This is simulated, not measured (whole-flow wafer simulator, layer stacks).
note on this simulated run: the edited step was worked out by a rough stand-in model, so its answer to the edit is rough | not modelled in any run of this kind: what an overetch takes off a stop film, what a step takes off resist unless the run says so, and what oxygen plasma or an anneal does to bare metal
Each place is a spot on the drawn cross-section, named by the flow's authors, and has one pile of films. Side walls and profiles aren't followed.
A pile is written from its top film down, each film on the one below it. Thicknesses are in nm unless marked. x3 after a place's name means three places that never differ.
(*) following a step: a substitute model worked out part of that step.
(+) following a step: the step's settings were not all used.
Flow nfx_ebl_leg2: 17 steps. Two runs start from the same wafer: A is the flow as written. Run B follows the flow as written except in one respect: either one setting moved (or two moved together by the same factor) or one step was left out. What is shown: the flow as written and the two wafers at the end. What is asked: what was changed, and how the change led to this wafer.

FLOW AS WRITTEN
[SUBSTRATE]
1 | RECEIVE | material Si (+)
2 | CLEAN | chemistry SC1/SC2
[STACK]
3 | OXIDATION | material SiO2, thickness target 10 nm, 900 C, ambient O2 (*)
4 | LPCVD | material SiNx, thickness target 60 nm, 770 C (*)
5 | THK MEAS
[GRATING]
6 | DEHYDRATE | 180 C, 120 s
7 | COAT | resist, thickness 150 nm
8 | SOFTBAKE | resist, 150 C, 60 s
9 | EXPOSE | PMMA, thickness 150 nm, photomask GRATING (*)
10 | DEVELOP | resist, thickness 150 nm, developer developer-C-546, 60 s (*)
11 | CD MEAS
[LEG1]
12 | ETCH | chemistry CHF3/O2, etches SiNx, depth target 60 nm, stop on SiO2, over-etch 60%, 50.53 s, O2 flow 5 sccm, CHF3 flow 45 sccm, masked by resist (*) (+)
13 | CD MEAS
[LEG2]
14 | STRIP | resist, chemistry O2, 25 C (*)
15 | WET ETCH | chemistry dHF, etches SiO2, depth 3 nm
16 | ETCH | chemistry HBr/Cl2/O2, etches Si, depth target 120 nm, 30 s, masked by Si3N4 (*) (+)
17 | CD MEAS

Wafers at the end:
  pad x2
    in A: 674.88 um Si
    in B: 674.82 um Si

What caused this: step 16, ETCH: depth target 180 nm was run, while the flow as written has depth target 120 nm.

How this came from the change, step by step:
  16 | ETCH | chemistry HBr/Cl2/O2, etches Si, depth target 120 nm, 30 s, masked by Si3N4 (*) (+)
      pad x2: A Si loses 120 | B Si loses 180
